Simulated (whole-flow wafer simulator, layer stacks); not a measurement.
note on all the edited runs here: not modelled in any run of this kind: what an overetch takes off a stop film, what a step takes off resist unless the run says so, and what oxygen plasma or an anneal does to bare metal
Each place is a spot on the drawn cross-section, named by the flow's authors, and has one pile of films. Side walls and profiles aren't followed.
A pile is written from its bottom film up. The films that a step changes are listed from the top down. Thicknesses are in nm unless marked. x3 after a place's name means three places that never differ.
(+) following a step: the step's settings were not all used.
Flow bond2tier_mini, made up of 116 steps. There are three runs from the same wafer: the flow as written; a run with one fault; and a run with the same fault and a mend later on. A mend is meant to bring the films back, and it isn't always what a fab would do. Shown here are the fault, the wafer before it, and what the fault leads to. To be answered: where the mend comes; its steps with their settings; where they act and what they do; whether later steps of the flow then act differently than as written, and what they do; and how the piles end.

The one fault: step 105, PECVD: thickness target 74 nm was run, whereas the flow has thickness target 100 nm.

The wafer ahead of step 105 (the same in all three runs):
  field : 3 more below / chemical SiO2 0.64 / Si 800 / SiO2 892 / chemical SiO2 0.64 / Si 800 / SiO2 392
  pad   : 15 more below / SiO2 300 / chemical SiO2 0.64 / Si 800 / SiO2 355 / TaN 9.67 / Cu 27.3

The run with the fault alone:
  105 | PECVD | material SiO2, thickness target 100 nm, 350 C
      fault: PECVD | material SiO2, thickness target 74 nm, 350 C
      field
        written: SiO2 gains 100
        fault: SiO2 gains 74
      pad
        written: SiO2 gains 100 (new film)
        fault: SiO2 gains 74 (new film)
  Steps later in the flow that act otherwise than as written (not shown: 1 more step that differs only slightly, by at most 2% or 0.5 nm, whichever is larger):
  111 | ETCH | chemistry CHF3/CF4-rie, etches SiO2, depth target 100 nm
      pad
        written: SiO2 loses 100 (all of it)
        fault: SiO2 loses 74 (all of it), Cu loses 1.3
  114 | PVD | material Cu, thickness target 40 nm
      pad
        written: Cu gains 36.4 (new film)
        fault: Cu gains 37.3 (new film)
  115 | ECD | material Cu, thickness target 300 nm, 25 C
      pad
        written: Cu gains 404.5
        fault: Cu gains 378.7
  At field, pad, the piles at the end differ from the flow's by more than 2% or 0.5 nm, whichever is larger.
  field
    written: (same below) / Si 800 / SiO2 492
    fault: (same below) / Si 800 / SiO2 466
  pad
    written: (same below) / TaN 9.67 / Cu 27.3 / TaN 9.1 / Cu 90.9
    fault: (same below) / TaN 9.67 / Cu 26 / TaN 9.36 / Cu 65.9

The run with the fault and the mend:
  After step 110 comes the mend.
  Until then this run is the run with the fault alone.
  110a | STRIP | chemistry O2, over-ash 100% (+)
      field
        KrF resist loses 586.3 (all of it)
  110b | PECVD | material SiO2, thickness target 26 nm, 350 C (the flow's step 105 again, with other settings)
      field, pad
        SiO2 gains 26
  110c | COAT | KrF resist, thickness 600 nm (the flow's step 106 again)
      field, pad
        KrF resist gains 600 (new film)
  110d | SOFTBAKE | KrF resist (the flow's step 107 again)
      does not change any film at any place that is followed
  110e | EXPOSE | photomask T3PAD, NA 0.6 (the flow's step 108 again)
      does not change any film at any place that is followed
  110f | PEB | KrF resist (the flow's step 109 again)
      does not change any film at any place that is followed
  110g | DEVELOP | developer TMAH-0.26N, 60 s (the flow's step 110 again)
      field
        KrF resist loses 13.7
      pad
        KrF resist loses 600 (all of it)
  Later steps of the flow that are run all act as written at every place that is followed.
  By the end, the piles equal the flow's at every place that both follow.
